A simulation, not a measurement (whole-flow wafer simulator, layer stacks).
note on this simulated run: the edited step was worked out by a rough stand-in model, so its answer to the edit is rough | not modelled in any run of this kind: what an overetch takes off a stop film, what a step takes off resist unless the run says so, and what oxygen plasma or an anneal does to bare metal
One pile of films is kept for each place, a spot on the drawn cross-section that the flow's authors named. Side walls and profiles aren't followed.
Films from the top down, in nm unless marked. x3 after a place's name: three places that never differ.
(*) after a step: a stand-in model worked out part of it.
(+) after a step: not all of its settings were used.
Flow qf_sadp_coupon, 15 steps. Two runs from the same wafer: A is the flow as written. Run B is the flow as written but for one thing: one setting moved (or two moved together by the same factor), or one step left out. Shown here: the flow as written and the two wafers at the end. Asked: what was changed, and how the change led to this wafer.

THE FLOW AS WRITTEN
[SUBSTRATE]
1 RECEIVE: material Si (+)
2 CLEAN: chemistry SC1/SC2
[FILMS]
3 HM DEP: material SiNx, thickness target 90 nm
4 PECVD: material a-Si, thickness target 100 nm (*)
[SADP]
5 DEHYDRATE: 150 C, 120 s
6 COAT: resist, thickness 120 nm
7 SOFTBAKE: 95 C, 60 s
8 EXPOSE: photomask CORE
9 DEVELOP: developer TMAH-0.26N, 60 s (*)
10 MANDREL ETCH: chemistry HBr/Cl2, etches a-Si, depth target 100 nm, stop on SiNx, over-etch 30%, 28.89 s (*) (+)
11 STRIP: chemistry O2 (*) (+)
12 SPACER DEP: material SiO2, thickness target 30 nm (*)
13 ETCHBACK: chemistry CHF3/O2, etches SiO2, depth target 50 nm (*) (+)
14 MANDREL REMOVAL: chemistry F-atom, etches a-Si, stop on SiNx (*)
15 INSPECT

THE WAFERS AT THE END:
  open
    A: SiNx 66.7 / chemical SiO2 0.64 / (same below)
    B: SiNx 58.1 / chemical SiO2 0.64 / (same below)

The cause: step 4, PECVD: thickness target 40 nm was run, where the flow has thickness target 100 nm.

How the change led to this, step by step:
  4 PECVD: material a-Si, thickness target 100 nm (*)
      m, open: A a-Si +100 (new film) | B a-Si +40 (new film)
  10 MANDREL ETCH: chemistry HBr/Cl2, etches a-Si, depth target 100 nm, stop on SiNx, over-etch 30%, 28.89 s (*) (+)
      open: A a-Si -100 (all of it), SiNx -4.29 | B a-Si -40 (all of it), SiNx -12.9
  14 MANDREL REMOVAL: chemistry F-atom, etches a-Si, stop on SiNx (*)
      m: A a-Si -95.8 (all of it) | B a-Si -35.8 (all of it)
